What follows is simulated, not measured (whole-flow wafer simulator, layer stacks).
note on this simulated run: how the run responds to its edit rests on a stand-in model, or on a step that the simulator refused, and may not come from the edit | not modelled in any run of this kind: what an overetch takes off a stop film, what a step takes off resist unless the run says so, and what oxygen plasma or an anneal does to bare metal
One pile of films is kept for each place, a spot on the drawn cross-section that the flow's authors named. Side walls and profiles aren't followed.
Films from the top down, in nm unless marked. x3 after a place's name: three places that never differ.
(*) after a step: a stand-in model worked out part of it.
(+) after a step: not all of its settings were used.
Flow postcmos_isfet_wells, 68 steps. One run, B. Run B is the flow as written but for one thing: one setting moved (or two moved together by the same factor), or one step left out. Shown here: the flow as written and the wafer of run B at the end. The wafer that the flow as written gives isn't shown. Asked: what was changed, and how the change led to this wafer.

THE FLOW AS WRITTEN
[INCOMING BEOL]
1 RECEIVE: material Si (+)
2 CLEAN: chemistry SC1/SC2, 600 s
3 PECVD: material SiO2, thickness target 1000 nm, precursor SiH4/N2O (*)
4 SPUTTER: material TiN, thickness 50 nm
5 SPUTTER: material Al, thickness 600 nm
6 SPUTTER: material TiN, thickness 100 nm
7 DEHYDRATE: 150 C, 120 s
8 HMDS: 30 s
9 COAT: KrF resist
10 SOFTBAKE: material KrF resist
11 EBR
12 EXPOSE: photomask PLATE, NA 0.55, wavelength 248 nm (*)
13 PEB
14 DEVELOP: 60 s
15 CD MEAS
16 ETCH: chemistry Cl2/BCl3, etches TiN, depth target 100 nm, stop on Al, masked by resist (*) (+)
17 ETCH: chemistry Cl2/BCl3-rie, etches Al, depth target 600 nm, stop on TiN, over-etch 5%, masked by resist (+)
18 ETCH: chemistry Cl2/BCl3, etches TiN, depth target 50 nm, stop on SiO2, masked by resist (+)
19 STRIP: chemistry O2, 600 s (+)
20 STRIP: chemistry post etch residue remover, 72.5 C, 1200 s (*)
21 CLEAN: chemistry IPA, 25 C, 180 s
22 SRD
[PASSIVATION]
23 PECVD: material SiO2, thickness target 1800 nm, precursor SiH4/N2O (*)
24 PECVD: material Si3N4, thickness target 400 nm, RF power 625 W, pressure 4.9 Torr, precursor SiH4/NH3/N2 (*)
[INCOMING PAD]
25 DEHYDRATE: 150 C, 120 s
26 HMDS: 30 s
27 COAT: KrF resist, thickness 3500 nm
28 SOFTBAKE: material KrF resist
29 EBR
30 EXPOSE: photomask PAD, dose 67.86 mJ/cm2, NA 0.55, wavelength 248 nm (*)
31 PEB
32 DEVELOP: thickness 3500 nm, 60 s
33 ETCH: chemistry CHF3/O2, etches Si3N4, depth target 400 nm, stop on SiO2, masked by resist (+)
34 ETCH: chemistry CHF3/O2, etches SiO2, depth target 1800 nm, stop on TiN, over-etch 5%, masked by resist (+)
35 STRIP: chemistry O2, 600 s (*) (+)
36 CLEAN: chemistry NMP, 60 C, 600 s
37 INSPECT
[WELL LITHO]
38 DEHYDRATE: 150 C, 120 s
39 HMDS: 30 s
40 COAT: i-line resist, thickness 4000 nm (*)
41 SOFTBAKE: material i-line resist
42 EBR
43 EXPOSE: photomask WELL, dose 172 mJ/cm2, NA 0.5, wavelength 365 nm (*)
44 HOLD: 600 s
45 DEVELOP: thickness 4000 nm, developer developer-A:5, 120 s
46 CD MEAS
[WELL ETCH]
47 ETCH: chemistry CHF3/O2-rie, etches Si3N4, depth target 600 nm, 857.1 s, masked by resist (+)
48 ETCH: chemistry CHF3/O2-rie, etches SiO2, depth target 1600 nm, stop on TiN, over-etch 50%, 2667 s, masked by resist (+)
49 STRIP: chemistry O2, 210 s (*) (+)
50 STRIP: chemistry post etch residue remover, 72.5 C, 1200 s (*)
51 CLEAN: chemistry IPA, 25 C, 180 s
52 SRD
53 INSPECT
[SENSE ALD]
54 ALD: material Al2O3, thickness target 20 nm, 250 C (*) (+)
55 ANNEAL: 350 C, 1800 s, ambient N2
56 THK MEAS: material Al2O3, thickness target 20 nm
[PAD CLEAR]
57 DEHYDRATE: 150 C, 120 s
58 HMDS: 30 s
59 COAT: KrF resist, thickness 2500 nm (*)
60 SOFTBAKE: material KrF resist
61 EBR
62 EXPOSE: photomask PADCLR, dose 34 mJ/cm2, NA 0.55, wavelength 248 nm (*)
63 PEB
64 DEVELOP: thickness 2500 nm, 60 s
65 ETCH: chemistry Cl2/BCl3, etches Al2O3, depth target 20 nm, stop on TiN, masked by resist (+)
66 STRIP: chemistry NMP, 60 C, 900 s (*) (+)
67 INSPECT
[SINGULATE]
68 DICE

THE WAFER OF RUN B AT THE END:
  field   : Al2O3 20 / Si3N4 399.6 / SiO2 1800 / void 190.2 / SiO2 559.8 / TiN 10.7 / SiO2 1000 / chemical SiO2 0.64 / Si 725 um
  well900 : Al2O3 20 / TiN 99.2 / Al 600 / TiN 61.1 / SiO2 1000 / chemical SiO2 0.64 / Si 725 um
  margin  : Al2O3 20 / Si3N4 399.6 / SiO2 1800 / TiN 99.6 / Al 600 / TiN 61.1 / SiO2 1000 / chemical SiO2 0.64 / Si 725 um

The cause: step 4, SPUTTER: thickness 61.1 nm was run, where the flow has thickness 50 nm.
It can be read off the wafer: well900 has TiN 61.1, and step 4 as written asks for 50 nm.

How the change led to this, step by step:
  4 SPUTTER: material TiN, thickness 50 nm
      field, margin, well900, well1300 x3, pad_rim, pad_clr, pad_open: TiN +61.1 (new film) (as written it would be: TiN +50 (new film))
  18 ETCH: chemistry Cl2/BCl3, etches TiN, depth target 50 nm, stop on SiO2, masked by resist (+)
      field: TiN -50 (as written it would be: TiN -50 (all of it))
  23 PECVD: material SiO2, thickness target 1800 nm, precursor SiH4/N2O (*)
      field: SiO2 +1800 (new film), void +190.2 (new film), SiO2 +559.8 (new film) (as written it would be: SiO2 +1800 (new film), void +189.9 (new film), SiO2 +559.7)
Counting metal films that touch as one body, field has 1 body; the flow as written gives 0 bodies.
